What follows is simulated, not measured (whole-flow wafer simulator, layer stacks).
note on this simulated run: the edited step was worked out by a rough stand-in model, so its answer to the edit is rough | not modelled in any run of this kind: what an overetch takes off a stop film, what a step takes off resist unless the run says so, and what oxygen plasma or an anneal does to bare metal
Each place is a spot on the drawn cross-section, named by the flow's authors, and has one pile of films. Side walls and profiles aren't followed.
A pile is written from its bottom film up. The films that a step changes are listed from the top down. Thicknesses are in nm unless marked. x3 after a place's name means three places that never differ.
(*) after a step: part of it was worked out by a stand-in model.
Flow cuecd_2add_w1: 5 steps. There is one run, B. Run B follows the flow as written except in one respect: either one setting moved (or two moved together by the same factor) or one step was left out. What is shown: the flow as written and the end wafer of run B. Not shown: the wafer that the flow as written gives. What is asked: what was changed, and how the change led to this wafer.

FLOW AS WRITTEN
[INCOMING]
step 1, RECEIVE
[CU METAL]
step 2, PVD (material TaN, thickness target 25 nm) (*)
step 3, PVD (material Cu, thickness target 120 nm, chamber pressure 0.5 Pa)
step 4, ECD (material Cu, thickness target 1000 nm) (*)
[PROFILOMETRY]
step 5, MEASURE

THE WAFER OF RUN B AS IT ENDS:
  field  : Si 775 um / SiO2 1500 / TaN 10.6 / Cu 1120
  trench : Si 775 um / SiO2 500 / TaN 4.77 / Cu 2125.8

The reason: step 2, PVD: thickness target 10.6 nm was run, though the flow has thickness target 25 nm.
The wafer itself shows it: field has TaN 10.6, and step 2 as written asks for 25 nm.

How this came from the change, step by step:
  step 2, PVD (material TaN, thickness target 25 nm) (*)
      field: +10.6 TaN (new film) (as written it would have been: +25 TaN (new film))
      trench: +4.77 TaN (new film) (as written it would have been: +11.2 TaN (new film))
